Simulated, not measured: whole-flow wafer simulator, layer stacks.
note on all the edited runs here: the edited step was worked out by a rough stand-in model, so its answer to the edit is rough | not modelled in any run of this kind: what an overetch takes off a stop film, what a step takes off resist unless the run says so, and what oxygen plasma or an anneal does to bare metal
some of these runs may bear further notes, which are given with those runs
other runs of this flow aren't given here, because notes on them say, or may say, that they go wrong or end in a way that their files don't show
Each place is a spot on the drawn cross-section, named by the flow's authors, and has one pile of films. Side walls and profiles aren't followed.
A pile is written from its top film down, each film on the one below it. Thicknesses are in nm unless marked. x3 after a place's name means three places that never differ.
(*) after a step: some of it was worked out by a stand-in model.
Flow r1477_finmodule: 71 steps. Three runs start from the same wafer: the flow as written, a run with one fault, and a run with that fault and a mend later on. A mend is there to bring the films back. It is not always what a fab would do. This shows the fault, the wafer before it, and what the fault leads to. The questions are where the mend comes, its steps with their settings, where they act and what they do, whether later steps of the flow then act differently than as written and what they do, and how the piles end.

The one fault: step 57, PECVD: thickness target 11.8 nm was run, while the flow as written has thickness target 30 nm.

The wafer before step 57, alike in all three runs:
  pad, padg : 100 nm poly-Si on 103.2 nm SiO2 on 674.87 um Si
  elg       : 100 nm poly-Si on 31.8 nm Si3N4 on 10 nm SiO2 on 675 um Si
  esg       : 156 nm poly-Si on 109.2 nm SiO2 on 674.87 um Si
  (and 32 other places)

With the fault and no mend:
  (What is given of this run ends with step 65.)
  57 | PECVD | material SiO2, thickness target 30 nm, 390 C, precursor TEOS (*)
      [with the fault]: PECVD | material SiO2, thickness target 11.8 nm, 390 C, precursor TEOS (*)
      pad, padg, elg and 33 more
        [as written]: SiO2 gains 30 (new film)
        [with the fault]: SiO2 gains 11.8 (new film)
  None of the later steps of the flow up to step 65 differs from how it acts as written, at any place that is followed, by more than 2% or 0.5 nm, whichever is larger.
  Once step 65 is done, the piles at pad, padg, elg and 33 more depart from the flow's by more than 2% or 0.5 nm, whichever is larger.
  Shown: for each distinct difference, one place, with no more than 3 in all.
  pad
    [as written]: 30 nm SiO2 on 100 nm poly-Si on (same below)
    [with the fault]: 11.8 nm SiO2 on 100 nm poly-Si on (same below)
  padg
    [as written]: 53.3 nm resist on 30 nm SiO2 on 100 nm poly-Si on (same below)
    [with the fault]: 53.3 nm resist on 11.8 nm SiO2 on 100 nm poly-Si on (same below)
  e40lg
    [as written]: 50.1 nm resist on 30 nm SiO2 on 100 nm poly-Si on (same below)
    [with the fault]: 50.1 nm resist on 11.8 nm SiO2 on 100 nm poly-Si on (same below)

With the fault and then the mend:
  The mend stands after step 64.
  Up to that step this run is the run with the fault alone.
  64a | STRIP | resist, chemistry O2, 60 C
      padg, elg, esg
        resist loses 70 (all of it)
      e40lg, e100lg, e200lg
        resist loses 66.9 (all of it)
      s40sg, s45sg
        resist loses 91 (all of it)
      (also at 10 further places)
  64b | PECVD | material SiO2, thickness target 18.2 nm, 390 C, precursor TEOS (*) (a further turn of the flow's step 57, with different settings)
      pad, padg, elg and 33 more
        SiO2 gains 18.2
  64c | DEHYDRATE | 150 C, 120 s (a further turn of the flow's step 59)
      leaves every film unchanged at each place that is followed
  64d | COAT | resist, thickness 70 nm (*) (a further turn of the flow's step 60)
      e40lg, e100lg, e200lg, elo, e40lo, e100lo, e200lo
        resist gains 66.9 (new film)
      pad, padg, elg, esg
        resist gains 70 (new film)
      s40sg, s45sg, s40so, s45so
        resist gains 91 (new film)
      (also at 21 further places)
  64e | SOFTBAKE | 180 C, 180 s (*) (a further turn of the flow's step 61)
      leaves every film unchanged at each place that is followed
  64f | EXPOSE | resist, photomask GATE (a further turn of the flow's step 62)
      leaves every film unchanged at each place that is followed
  64g | DEVELOP (*) (a further turn of the flow's step 63)
      elo, e40lo, e100lo, e200lo
        resist loses 66.9 (all of it)
      eso, e40so
        resist loses 129.5 (all of it)
      s40so, s45so
        resist loses 91 (all of it)
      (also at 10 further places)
  None of the later steps of the flow acts differently than as written at any place that is followed.
  By the end, the piles equal the flow's at every place that both follow.
